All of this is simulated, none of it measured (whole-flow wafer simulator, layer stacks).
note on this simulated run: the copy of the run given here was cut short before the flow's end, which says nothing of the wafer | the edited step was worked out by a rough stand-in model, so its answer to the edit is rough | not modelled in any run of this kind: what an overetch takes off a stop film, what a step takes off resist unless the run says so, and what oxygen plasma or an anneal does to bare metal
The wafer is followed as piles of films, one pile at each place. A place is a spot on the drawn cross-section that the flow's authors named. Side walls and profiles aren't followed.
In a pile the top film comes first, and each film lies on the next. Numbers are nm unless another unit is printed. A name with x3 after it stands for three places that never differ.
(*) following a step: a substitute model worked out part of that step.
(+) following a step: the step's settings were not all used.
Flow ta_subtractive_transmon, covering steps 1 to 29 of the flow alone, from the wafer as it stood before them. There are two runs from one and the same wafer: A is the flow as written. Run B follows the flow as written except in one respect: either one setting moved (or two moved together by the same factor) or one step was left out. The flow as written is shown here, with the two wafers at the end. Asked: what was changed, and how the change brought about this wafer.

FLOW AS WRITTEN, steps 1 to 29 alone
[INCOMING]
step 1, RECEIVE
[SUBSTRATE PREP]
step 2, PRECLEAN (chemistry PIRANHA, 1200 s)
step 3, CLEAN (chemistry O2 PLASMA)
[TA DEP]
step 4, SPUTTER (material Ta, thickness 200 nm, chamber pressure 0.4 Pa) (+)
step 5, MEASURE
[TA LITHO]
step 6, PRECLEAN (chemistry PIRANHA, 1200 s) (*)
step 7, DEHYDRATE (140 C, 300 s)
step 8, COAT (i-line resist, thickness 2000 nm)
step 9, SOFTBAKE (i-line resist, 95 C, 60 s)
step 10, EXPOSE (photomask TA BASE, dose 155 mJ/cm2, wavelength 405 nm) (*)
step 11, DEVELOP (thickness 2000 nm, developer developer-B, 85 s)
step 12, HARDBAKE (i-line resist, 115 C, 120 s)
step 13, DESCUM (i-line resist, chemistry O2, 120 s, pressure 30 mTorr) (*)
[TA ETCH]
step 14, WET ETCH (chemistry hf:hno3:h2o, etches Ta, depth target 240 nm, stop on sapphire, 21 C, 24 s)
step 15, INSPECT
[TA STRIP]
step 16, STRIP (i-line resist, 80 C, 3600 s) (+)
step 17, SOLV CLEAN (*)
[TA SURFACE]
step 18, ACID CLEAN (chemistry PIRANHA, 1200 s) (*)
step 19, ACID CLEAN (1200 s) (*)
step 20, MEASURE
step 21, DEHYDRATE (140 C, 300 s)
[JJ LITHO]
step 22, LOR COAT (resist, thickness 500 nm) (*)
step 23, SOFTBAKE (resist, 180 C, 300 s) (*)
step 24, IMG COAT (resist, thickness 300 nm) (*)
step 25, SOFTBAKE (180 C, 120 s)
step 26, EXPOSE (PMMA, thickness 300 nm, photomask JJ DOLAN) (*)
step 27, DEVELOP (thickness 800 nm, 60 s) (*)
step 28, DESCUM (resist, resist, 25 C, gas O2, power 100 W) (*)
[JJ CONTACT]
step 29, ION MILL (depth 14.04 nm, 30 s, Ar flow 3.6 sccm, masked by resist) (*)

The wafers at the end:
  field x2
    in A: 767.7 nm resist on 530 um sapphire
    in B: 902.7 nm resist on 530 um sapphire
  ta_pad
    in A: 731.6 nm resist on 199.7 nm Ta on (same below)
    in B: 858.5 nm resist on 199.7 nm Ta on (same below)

What caused this: step 24, IMG COAT: thickness 435 nm was run, though the flow has thickness 300 nm.

The path from the change to this, step by step:
  step 24, IMG COAT (resist, thickness 300 nm) (*)
      field x2, jj_line: A resist gains 300 | B resist gains 435
      lead: A resist gains 312.6 | B resist gains 451.8
      (also at 2 further places)
  step 27, DEVELOP (thickness 800 nm, 60 s) (*)
      jj_line: A resist loses 800 (all of it) | B resist loses 935 (all of it)
      lead: A resist loses 867.4 (all of it) | B resist loses 1006.6 (all of it)
      (also at 1 further place)
